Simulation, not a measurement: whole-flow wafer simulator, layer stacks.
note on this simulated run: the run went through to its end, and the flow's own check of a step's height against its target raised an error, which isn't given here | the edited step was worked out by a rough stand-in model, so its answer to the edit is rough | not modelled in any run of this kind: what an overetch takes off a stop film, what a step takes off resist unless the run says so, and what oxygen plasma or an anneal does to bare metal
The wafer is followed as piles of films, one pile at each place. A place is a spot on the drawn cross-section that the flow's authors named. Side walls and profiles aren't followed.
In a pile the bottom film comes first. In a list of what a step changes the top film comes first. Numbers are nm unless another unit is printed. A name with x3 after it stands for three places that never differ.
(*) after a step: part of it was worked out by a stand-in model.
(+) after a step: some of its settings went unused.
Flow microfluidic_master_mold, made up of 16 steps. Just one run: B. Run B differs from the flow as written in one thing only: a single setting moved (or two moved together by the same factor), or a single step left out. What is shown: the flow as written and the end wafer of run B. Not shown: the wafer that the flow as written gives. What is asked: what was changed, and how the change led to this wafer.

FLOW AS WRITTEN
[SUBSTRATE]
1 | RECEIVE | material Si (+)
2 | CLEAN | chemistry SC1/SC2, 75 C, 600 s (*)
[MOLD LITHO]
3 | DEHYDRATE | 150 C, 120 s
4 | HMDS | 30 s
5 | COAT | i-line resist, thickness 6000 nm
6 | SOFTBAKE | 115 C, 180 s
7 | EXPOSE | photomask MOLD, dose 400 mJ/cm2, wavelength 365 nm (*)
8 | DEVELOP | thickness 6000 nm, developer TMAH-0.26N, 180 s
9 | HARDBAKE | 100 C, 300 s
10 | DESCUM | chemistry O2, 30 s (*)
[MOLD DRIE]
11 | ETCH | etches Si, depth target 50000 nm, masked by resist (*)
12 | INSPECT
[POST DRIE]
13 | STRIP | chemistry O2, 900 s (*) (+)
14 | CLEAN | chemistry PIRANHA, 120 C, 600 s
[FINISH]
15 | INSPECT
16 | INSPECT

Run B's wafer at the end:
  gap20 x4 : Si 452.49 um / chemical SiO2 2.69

What caused this: step 11, ETCH: depth target 72500 nm was run, whereas the flow has depth target 50000 nm.

Step by step, how the change led to this:
  11 | ETCH | etches Si, depth target 50000 nm, masked by resist (*)
      gap20 x4: chemical SiO2 loses 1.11 (all of it), Si loses 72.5 um (as written it would have been: chemical SiO2 loses 1.11 (all of it), Si loses 50 um)
      ridge: i-line resist loses 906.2 (as written it would have been: i-line resist loses 625)
  13 | STRIP | chemistry O2, 900 s (*) (+)
      ridge: i-line resist loses 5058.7 (all of it), chemical SiO2 gains 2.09, Si loses 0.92 (as written it would have been: i-line resist loses 5339.9 (all of it), chemical SiO2 gains 2.09, Si loses 0.92)
